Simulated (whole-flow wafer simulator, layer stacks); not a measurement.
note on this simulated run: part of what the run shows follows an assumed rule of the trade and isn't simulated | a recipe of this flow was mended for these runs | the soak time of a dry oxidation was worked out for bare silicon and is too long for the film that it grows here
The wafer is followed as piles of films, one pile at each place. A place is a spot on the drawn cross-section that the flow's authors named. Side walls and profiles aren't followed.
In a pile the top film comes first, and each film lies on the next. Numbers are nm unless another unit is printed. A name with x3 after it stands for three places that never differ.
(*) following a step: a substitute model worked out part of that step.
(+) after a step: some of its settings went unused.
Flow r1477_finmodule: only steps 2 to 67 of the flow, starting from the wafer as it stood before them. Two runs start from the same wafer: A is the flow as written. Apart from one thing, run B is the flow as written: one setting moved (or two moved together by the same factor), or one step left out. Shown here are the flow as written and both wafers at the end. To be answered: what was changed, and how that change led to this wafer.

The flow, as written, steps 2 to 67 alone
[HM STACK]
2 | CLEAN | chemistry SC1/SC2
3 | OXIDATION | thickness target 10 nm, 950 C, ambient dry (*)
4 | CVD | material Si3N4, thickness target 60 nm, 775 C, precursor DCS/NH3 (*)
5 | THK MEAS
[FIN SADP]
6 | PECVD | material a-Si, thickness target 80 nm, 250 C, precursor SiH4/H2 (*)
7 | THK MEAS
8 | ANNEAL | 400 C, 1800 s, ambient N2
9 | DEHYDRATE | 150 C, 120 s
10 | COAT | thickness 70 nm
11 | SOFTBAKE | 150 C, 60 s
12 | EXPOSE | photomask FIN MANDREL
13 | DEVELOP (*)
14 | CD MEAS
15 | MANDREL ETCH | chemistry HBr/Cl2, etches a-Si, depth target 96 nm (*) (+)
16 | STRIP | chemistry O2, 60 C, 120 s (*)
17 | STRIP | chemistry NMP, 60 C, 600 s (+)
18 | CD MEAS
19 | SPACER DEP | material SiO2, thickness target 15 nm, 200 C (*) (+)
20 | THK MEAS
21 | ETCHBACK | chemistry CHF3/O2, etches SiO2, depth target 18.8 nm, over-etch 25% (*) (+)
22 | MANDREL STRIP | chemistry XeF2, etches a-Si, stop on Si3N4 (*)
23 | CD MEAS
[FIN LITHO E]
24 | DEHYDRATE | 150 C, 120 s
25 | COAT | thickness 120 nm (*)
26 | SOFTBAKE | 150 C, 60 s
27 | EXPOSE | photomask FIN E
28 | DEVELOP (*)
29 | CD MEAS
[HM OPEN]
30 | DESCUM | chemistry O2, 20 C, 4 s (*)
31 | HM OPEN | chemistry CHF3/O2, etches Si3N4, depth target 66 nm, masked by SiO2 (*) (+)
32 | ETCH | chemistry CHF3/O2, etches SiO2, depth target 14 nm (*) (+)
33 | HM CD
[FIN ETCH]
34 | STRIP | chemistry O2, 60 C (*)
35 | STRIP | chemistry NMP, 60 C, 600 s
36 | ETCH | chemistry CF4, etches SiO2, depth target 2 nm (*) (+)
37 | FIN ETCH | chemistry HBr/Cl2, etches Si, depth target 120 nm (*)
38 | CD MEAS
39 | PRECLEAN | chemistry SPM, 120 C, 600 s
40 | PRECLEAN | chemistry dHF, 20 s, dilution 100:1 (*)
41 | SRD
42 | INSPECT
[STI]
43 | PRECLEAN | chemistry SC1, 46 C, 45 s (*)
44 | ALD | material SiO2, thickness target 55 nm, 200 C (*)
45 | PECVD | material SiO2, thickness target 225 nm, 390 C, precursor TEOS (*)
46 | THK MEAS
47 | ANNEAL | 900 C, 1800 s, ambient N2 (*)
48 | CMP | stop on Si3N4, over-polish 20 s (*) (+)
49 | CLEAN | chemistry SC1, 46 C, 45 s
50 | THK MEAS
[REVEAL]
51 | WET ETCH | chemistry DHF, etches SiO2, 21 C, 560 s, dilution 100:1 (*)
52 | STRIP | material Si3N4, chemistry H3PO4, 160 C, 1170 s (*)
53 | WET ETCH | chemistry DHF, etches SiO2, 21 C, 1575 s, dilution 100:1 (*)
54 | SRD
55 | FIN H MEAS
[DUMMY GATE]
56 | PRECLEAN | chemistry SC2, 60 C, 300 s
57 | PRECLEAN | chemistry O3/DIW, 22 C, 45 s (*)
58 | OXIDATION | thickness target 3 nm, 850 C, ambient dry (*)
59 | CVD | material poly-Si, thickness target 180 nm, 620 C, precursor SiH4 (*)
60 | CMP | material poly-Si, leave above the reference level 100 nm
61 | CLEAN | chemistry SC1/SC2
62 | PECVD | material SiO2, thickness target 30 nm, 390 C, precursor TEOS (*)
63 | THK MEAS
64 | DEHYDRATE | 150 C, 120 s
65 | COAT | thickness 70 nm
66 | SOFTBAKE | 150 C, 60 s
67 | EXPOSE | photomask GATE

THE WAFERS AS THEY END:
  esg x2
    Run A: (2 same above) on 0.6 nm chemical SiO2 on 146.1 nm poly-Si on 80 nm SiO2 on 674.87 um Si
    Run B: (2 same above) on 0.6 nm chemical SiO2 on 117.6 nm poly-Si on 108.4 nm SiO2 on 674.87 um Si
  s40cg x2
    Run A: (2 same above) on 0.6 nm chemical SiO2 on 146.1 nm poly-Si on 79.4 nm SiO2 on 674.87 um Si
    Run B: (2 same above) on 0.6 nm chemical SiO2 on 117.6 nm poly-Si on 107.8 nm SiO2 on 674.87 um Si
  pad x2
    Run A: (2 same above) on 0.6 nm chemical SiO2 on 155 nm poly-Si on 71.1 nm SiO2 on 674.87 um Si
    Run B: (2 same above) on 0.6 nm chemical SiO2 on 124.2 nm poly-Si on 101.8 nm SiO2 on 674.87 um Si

What caused this: step 53, WET ETCH: 1008 s was run, whereas the flow has 1575 s.

How this came from the change, step by step:
  53 | WET ETCH | chemistry DHF, etches SiO2, 21 C, 1575 s, dilution 100:1 (*)
      esg x2, e40sg x2, e100sg x2 and 14 more: A SiO2 loses 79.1 | B SiO2 loses 50.6
      pad x2: A SiO2 loses 85.7 | B SiO2 loses 54.8
  59 | CVD | material poly-Si, thickness target 180 nm, 620 C, precursor SiH4 (*)
      e100sg x2, s40sg x2, s50cg x2: A poly-Si gains 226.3 (new film) | B poly-Si gains 196.1 (new film)
      esg x2, e40sg x2: A poly-Si gains 226.3 (new film) | B poly-Si gains 197.9 (new film)
      (as well as at 10 more places)
  60 | CMP | material poly-Si, leave above the reference level 100 nm
      e100sg x2, s40sg x2, s50cg x2: A poly-Si loses 80 | B poly-Si loses 78.3
      pad x2: A poly-Si loses 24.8 | B poly-Si loses 55.6
